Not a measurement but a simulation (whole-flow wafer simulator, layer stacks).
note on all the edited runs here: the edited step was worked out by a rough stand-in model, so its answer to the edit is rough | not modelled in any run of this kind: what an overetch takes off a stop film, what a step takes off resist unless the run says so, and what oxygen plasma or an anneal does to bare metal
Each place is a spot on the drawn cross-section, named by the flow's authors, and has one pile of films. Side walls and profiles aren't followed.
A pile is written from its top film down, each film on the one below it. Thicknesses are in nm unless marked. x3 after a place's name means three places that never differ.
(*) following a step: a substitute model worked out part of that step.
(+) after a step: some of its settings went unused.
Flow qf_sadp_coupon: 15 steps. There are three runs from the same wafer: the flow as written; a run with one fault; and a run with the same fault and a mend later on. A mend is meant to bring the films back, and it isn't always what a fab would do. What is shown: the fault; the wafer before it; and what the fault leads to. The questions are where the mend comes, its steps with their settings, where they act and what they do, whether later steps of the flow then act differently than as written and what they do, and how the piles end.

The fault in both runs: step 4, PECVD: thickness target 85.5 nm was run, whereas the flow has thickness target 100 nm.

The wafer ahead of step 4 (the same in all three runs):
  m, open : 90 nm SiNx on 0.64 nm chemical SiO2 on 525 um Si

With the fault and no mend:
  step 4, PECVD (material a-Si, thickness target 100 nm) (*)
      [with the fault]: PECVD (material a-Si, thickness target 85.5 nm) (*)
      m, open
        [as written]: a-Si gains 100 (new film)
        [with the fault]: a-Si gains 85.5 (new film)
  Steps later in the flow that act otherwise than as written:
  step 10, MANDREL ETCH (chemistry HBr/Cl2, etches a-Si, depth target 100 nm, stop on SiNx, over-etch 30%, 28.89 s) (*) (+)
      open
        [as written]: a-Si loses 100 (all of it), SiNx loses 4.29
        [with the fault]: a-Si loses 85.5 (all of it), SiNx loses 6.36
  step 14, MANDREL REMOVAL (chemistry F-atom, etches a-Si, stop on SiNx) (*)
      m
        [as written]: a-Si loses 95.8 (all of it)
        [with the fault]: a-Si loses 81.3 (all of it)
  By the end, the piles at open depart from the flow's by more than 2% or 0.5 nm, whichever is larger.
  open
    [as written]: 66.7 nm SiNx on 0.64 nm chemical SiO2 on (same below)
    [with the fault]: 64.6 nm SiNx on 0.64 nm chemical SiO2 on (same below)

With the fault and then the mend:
  After step 4 comes the mend.
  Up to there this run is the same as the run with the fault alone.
  step 4a, PECVD (material a-Si, thickness target 14.5 nm) (*) (a further turn of the flow's step 4, with different settings)
      m, open
        a-Si gains 14.5
  Later steps of the flow that are run all act as written at every place that is followed.
  At every place that both follow, the piles at the end match the flow's.
